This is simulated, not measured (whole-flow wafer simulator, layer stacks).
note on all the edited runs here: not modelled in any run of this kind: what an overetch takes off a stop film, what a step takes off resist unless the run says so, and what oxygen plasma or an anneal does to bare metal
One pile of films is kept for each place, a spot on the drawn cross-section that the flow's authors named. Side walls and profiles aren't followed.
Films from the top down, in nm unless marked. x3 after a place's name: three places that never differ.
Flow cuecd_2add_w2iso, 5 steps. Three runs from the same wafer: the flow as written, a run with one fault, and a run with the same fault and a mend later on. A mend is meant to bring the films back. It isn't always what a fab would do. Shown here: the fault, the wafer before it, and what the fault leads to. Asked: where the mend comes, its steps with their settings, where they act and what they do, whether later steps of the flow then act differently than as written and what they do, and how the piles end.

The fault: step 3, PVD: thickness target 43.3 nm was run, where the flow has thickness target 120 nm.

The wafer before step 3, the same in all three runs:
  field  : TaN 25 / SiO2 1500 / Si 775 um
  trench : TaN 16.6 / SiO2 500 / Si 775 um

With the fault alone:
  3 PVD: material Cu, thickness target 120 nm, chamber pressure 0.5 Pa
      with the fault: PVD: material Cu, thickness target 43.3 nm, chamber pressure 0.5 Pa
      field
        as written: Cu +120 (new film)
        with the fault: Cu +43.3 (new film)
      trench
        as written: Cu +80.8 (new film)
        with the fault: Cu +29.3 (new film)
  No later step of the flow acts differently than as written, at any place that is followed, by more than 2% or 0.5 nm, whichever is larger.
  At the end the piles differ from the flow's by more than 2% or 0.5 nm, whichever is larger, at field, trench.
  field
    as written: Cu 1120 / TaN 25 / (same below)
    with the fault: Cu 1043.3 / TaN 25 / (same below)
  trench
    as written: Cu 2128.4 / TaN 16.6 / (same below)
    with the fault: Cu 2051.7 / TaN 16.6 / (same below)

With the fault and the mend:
  The mend comes after step 3.
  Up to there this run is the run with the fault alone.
  3a ETCH: chemistry cu recess dil, depth target 49.87 nm
      field
        Cu -43.3 (all of it)
      trench
        Cu -29.3 (all of it)
  3b PVD: material Cu, thickness target 120 nm, chamber pressure 0.5 Pa (the flow's step 3 once more)
      field
        Cu +120 (new film)
      trench
        Cu +80.8 (new film)
  No later step of the flow acts differently than as written at any place that is followed.
  At the end the piles are the same as the flow's at every place that both follow.
